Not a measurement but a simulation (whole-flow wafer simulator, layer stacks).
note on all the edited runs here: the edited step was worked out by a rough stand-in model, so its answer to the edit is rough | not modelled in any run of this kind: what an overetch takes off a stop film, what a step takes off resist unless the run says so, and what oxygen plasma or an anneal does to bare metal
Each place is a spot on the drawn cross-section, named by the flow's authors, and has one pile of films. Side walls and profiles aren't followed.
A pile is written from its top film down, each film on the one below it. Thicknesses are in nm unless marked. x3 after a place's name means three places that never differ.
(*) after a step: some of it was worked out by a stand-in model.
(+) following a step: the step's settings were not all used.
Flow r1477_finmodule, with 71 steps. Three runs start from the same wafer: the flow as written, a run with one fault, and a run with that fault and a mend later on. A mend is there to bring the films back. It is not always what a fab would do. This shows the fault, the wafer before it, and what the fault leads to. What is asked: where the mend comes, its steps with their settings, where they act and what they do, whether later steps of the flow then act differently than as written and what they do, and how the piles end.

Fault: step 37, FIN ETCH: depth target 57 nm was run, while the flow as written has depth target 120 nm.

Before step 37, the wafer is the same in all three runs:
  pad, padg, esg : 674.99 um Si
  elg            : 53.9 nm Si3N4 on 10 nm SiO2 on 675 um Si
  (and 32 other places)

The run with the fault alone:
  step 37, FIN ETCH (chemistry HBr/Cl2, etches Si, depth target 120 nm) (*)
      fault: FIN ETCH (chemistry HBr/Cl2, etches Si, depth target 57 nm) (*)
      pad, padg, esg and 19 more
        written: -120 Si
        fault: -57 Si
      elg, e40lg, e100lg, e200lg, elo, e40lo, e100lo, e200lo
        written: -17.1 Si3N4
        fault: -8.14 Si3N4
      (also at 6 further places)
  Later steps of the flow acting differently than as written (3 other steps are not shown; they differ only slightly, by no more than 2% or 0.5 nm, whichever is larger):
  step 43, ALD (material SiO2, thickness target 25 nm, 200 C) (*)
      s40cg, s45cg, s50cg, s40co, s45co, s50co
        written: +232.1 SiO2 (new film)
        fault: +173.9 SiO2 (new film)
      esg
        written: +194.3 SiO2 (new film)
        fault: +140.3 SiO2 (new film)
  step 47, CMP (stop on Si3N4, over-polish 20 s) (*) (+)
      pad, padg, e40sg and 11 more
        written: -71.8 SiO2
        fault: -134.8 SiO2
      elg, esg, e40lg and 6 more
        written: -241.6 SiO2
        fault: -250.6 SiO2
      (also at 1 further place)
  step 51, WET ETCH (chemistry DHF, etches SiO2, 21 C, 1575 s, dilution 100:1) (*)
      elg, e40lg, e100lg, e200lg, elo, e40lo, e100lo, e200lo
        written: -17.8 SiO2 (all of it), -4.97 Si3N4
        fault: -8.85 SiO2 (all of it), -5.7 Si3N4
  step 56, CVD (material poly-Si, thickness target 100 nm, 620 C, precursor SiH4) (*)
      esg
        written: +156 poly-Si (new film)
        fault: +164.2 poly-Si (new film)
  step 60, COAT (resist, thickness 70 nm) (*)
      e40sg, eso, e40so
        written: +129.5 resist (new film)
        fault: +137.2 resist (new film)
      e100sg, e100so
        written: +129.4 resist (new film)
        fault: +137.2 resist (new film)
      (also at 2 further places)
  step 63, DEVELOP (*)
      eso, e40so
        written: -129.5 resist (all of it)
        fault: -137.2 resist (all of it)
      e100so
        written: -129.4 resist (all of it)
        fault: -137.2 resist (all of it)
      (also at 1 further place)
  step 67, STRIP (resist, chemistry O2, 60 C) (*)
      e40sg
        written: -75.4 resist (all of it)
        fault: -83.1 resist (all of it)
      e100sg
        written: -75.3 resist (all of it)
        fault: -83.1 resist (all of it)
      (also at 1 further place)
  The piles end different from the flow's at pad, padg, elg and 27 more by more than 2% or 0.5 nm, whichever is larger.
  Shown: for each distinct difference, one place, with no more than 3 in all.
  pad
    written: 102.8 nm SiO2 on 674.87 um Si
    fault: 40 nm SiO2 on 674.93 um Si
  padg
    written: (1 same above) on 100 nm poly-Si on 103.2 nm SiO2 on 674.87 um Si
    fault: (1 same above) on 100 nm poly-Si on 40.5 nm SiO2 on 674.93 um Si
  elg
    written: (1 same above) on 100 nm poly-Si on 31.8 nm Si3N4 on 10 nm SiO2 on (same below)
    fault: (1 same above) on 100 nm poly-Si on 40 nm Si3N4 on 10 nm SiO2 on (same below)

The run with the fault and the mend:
  After step 38 comes the mend.
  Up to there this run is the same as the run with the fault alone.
  step 38a, FIN ETCH (chemistry HBr/Cl2, etches Si, depth target 63 nm) (*) (a further turn of the flow's step 37, with different settings)
      pad, padg, esg and 19 more
        -63 Si
      elg, e40lg, e100lg, e200lg, elo, e40lo, e100lo, e200lo
        -9 Si3N4
      s40sg_line, s45sg_line, s50sg_line, s40so_line, s45so_line, s50so_line
        -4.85 SiO2
  Later steps of the flow that are run all act as written at every place that is followed.
  At every place that both follow, the piles at the end match the flow's.
